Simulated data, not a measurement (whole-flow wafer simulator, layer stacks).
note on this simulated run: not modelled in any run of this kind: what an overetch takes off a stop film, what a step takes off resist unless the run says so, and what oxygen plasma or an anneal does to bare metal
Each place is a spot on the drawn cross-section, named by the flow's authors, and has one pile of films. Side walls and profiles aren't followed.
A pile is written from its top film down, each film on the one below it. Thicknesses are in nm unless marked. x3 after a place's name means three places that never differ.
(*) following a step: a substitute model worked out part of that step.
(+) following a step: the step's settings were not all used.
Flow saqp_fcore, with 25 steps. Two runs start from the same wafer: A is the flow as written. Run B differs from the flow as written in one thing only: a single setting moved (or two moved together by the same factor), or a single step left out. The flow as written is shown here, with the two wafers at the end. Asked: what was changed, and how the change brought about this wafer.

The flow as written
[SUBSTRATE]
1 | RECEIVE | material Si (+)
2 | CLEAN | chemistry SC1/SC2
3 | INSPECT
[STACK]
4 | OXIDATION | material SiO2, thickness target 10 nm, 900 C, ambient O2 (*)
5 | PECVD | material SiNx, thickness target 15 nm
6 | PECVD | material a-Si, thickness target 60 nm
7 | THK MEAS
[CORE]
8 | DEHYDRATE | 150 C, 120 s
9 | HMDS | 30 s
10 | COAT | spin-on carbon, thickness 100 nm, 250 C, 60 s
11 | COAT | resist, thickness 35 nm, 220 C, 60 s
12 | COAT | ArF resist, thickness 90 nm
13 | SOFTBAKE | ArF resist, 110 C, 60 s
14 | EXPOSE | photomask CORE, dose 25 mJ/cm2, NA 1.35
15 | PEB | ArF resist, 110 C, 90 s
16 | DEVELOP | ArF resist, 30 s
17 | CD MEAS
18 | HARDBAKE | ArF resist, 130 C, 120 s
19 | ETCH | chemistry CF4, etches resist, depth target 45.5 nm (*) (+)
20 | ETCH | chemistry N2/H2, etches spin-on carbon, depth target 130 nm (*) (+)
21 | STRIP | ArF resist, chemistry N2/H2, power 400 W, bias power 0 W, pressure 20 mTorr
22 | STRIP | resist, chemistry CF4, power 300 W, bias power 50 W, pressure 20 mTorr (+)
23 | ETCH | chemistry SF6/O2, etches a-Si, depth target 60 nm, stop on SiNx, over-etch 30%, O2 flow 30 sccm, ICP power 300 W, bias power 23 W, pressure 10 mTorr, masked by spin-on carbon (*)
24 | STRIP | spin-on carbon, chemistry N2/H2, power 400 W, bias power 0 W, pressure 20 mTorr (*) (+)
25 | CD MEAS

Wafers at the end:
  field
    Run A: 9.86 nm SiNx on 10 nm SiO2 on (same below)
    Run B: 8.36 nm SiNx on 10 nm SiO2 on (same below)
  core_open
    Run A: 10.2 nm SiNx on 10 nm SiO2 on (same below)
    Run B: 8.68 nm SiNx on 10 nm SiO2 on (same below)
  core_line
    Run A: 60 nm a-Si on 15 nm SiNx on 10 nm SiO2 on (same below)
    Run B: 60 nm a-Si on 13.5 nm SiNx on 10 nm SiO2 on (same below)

What caused this: step 5, PECVD: thickness target 13.5 nm was run, though the flow has thickness target 15 nm.
The wafer itself shows it: core_line has SiNx 13.5, and step 5 as written asks for 15 nm.

The path from the change to this, step by step:
  5 | PECVD | material SiNx, thickness target 15 nm
      field, core_open, core_line: A +15 SiNx (new film) | B +13.5 SiNx (new film)
